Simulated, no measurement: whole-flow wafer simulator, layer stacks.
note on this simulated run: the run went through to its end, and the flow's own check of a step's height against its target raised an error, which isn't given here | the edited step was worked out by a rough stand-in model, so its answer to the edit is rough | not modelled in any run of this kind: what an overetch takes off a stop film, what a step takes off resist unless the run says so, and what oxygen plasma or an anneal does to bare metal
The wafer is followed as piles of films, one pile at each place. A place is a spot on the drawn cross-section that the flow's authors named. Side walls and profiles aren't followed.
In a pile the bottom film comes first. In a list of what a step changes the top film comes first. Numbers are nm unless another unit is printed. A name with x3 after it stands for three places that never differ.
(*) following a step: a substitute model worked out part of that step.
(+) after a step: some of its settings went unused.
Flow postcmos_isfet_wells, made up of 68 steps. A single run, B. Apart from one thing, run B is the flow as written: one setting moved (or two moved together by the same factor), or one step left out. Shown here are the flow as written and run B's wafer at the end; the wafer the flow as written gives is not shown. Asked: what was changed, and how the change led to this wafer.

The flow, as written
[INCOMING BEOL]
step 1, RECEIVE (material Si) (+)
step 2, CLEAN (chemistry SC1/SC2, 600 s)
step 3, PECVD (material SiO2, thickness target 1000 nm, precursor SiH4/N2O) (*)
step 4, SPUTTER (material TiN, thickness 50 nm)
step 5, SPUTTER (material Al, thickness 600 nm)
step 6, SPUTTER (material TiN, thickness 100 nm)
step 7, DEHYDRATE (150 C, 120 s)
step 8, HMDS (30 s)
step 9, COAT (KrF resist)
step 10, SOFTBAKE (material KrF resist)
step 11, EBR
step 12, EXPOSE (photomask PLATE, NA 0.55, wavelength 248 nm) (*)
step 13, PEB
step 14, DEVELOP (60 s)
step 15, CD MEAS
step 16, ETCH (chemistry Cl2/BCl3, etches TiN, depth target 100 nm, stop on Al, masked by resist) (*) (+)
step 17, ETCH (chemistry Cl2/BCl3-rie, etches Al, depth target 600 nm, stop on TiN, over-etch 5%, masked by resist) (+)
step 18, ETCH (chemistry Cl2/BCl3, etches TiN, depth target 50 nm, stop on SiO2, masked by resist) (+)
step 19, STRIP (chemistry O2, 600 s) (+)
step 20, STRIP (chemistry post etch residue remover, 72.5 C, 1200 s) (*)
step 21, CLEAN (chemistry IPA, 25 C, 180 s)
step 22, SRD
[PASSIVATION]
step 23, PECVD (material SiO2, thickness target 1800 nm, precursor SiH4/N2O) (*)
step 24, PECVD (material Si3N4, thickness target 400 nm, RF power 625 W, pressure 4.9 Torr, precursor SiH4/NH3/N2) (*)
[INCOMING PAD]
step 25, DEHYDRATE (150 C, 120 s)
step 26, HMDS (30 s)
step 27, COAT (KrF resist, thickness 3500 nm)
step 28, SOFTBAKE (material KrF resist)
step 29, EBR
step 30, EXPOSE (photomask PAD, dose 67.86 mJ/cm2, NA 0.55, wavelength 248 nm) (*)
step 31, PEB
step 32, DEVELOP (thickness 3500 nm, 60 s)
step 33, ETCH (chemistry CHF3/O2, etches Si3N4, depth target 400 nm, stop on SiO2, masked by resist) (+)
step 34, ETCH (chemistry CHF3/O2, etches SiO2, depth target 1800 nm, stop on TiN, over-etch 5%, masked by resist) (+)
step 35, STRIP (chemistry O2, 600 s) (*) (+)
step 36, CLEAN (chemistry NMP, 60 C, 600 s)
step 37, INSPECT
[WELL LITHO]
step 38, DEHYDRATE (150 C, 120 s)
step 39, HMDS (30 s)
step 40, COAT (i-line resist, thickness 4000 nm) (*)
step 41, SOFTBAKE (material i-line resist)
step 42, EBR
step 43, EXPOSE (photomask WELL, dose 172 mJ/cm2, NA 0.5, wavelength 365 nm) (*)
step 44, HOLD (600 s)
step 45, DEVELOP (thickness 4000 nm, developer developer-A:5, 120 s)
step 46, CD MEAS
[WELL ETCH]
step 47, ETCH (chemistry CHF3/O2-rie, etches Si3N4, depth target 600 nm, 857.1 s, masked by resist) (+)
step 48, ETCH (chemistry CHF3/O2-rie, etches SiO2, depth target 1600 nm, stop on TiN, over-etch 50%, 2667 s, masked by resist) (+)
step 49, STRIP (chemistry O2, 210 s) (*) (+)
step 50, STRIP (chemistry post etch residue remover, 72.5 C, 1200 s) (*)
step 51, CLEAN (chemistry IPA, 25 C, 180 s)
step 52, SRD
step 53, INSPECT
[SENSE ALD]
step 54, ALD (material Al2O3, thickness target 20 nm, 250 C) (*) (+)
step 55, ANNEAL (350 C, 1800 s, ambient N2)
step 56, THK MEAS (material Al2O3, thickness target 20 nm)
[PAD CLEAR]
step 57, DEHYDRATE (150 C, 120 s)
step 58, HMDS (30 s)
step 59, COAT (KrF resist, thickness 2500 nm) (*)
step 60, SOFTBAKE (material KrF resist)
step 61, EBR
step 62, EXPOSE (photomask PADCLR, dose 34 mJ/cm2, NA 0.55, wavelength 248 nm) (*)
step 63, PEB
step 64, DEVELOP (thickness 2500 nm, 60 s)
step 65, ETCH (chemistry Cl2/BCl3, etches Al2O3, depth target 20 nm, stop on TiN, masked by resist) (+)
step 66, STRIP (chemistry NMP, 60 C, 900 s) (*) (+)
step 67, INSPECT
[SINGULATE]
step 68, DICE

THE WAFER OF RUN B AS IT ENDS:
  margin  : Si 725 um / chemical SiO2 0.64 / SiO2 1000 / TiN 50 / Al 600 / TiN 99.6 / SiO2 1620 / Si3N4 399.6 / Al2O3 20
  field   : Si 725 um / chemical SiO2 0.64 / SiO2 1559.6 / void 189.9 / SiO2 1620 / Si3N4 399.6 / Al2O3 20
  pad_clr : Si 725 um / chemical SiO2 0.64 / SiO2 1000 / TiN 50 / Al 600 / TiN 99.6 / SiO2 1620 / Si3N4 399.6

The reason: step 23, PECVD: thickness target 1620 nm was run, whereas the flow has thickness target 1800 nm.
One can read it off the wafer: margin has SiO2 1620, and step 23 as written asks for 1800 nm.

How this came from the change, step by step:
  step 23, PECVD (material SiO2, thickness target 1800 nm, precursor SiH4/N2O) (*)
      margin, well900, well1300 x3, pad_rim, pad_clr, pad_open: +1620 SiO2 (new film) (in the flow as written it would be: +1800 SiO2 (new film))
      field: +1620 SiO2 (new film), +189.9 void (new film), +559.6 SiO2 (in the flow as written it would be: +1800 SiO2 (new film), +189.9 void (new film), +559.7 SiO2)
  step 34, ETCH (chemistry CHF3/O2, etches SiO2, depth target 1800 nm, stop on TiN, over-etch 5%, masked by resist) (+)
      field, margin, well900, well1300 x3, pad_rim, pad_clr: -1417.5 KrF resist (in the flow as written it would be: -1500 KrF resist)
      pad_open: -1620 SiO2 (all of it) (in the flow as written it would be: -1800 SiO2 (all of it))
  step 35, STRIP (chemistry O2, 600 s) (*) (+)
      field, margin, well900, well1300 x3, pad_rim, pad_clr: -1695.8 KrF resist (all of it) (in the flow as written it would be: -1613.3 KrF resist (all of it))
  step 41, SOFTBAKE (material i-line resist)
      pad_clr: -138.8 i-line resist (in the flow as written it would be: -156.7 i-line resist)
      pad_open: +107.3 i-line resist (in the flow as written it would be: +115.3 i-line resist)
  step 48, ETCH (chemistry CHF3/O2-rie, etches SiO2, depth target 1600 nm, stop on TiN, over-etch 50%, 2667 s, masked by resist) (+)
      well900, well1300 x3: -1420 SiO2 (all of it) (in the flow as written it would be: -1600 SiO2 (all of it))
  step 49, STRIP (chemistry O2, 210 s) (*) (+)
      pad_clr: -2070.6 i-line resist (all of it) (in the flow as written it would be: -1996.5 i-line resist (all of it))
  step 59, COAT (KrF resist, thickness 2500 nm) (*)
      field: +1535 KrF resist (new film) (in the flow as written it would be: +1449 KrF resist (new film))
      margin: +1534.9 KrF resist (new film) (in the flow as written it would be: +1448.9 KrF resist (new film))
      (also at 2 further places)
  step 63, PEB
      field, margin: -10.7 KrF resist (in the flow as written it would be: -10.1 KrF resist)
  step 64, DEVELOP (thickness 2500 nm, 60 s)
      pad_clr: -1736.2 KrF resist (all of it) (in the flow as written it would be: -1676 KrF resist (all of it))
  step 66, STRIP (chemistry NMP, 60 C, 900 s) (*) (+)
      field: -1485.5 KrF resist (all of it) (in the flow as written it would be: -1400.1 KrF resist (all of it))
      margin: -1485.4 KrF resist (all of it) (in the flow as written it would be: -1400.1 KrF resist (all of it))
      (also at 1 further place)
